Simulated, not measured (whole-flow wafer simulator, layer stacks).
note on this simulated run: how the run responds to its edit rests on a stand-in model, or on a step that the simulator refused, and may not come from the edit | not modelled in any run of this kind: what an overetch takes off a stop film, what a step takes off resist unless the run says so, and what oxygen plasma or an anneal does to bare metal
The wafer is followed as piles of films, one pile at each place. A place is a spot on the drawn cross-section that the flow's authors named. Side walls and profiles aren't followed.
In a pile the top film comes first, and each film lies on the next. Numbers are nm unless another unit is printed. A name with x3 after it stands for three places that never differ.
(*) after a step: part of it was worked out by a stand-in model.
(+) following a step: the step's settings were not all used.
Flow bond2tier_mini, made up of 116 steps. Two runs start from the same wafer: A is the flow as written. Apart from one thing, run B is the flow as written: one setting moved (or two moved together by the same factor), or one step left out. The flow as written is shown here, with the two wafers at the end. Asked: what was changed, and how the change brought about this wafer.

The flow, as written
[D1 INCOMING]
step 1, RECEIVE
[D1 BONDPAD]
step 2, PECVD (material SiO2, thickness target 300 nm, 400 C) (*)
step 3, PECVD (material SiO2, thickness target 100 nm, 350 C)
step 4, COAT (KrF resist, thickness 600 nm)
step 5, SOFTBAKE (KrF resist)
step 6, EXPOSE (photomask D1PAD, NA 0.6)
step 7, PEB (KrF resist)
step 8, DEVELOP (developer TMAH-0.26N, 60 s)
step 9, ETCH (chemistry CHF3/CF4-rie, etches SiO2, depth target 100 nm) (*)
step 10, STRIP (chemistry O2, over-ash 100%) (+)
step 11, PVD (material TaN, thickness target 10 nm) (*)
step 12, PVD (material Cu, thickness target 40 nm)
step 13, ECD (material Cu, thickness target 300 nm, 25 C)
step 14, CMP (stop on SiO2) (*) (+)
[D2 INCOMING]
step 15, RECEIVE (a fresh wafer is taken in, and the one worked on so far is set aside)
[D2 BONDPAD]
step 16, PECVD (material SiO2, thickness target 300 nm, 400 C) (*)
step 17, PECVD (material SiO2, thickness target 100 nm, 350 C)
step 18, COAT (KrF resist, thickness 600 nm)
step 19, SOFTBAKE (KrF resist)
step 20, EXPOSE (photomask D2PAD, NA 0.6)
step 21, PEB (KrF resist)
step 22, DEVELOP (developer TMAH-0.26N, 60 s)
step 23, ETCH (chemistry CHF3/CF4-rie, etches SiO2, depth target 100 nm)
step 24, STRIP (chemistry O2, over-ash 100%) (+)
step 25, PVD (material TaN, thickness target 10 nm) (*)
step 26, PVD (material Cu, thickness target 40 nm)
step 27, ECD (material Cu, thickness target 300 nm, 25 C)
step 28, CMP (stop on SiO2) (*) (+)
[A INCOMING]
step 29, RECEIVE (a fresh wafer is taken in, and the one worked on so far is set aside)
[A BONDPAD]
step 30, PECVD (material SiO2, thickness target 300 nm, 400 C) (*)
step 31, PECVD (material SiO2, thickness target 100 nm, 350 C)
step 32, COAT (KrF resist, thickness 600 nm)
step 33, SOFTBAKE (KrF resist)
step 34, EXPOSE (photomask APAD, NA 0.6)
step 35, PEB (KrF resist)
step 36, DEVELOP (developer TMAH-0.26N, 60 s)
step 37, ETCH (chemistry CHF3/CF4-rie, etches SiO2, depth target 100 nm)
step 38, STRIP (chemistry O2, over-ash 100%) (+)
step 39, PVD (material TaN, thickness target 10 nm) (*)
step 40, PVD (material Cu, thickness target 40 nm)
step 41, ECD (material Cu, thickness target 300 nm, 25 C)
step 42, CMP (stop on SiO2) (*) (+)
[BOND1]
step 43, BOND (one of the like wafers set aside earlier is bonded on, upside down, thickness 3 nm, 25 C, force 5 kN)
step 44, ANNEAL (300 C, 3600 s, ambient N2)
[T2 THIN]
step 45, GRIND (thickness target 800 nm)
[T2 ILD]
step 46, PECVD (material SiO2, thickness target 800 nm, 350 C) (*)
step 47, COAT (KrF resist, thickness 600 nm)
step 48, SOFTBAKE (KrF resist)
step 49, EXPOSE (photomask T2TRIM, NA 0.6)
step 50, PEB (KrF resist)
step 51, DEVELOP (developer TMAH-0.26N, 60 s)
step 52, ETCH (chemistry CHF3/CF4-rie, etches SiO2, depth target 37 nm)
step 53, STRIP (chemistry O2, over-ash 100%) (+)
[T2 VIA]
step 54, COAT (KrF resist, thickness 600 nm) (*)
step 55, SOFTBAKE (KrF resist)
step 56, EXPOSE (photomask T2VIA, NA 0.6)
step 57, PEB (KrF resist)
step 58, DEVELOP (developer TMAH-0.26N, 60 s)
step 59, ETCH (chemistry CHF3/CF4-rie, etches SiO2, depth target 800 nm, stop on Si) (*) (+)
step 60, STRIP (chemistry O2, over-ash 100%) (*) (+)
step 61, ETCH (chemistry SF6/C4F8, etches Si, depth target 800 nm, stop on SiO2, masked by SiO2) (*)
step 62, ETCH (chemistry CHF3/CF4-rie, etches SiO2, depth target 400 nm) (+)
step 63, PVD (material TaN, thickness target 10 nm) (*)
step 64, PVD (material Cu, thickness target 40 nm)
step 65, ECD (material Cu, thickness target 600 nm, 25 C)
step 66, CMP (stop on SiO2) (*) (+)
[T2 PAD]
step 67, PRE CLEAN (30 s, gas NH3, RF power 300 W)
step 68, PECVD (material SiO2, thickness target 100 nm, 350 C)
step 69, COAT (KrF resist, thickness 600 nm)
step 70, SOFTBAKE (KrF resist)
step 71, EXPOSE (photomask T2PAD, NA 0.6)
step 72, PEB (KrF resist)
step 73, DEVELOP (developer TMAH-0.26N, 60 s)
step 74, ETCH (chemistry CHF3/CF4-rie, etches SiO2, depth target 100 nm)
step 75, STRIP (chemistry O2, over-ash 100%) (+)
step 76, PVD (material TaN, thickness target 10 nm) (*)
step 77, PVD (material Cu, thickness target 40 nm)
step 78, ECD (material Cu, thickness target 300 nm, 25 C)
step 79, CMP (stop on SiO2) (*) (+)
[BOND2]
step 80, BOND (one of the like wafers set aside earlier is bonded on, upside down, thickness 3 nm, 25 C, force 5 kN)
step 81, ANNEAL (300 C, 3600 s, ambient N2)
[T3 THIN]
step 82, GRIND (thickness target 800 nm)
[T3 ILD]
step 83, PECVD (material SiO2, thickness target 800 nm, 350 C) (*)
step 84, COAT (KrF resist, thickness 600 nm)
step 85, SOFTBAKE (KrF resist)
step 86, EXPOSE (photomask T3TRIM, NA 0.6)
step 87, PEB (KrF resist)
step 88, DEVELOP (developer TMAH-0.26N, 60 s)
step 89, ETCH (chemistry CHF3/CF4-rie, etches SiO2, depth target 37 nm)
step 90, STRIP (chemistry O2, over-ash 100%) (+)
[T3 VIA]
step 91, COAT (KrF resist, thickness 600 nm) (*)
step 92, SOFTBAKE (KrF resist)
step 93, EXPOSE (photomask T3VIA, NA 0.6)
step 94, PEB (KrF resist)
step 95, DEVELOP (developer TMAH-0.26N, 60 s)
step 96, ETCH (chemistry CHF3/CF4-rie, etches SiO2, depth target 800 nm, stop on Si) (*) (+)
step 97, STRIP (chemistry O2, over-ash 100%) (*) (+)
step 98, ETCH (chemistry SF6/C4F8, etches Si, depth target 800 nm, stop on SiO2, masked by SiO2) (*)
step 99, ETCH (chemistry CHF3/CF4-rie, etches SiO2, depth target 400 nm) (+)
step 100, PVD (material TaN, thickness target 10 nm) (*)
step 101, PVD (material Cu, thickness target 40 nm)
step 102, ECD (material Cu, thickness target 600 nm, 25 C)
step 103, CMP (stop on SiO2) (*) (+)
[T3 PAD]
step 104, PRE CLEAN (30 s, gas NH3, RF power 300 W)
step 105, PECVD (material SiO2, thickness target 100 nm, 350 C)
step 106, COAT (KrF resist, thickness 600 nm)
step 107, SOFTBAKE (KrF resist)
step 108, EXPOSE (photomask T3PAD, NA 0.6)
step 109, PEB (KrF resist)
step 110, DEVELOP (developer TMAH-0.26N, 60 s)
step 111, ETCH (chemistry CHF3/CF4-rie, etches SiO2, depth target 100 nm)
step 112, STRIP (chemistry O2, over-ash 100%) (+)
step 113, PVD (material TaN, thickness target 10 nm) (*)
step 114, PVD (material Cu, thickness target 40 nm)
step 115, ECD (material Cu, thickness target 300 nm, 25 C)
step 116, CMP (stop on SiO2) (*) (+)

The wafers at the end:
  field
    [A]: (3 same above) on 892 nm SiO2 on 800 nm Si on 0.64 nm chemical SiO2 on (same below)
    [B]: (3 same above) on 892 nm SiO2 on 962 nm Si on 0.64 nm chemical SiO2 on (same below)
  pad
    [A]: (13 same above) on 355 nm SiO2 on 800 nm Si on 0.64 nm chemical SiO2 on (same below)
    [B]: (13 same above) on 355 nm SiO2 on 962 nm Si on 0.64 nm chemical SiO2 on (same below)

What caused this: step 45, GRIND: thickness target 962 nm was run, whereas the flow has thickness target 800 nm.
One can read it off the wafer: field has Si 962, and step 45 as written asks for 800 nm.

Step by step, how the change led to this:
  step 45, GRIND (thickness target 800 nm)
      field, pad, via: A -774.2 um Si | B -774.04 um Si
